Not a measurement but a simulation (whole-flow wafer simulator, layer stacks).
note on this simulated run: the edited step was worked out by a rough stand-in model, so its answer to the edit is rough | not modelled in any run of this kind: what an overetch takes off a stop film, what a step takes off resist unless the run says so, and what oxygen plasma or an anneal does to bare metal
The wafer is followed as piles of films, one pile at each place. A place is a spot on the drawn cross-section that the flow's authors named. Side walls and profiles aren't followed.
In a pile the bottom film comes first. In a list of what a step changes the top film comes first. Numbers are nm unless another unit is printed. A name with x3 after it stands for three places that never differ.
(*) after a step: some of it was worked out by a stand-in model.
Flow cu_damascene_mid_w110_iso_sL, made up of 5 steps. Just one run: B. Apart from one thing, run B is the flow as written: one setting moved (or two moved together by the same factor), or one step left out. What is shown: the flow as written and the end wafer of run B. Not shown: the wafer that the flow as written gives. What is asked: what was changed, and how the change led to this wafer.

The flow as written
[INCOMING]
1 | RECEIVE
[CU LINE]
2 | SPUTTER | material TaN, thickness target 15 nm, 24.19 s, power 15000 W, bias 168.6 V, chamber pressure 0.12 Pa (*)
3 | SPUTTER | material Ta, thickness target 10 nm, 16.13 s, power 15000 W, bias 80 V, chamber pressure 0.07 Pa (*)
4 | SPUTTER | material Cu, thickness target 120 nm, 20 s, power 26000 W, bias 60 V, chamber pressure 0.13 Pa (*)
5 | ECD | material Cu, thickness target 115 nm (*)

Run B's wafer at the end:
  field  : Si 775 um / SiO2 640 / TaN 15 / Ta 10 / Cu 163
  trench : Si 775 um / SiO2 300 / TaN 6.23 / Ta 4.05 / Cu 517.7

What caused this: step 4, SPUTTER: thickness target 48 nm was run, while the flow as written has thickness target 120 nm; step 4, SPUTTER: 8 s was run, where the flow has 20 s.

Step by step, how the change led to this:
  4 | SPUTTER | material Cu, thickness target 120 nm, 20 s, power 26000 W, bias 60 V, chamber pressure 0.13 Pa (*)
      field: +48 Cu (new film) (as written it would have been: +120 Cu (new film))
      trench: +20 Cu (new film) (as written it would have been: +49.9 Cu (new film))
  5 | ECD | material Cu, thickness target 115 nm (*)
      trench: +497.7 Cu (as written it would have been: +539.8 Cu)
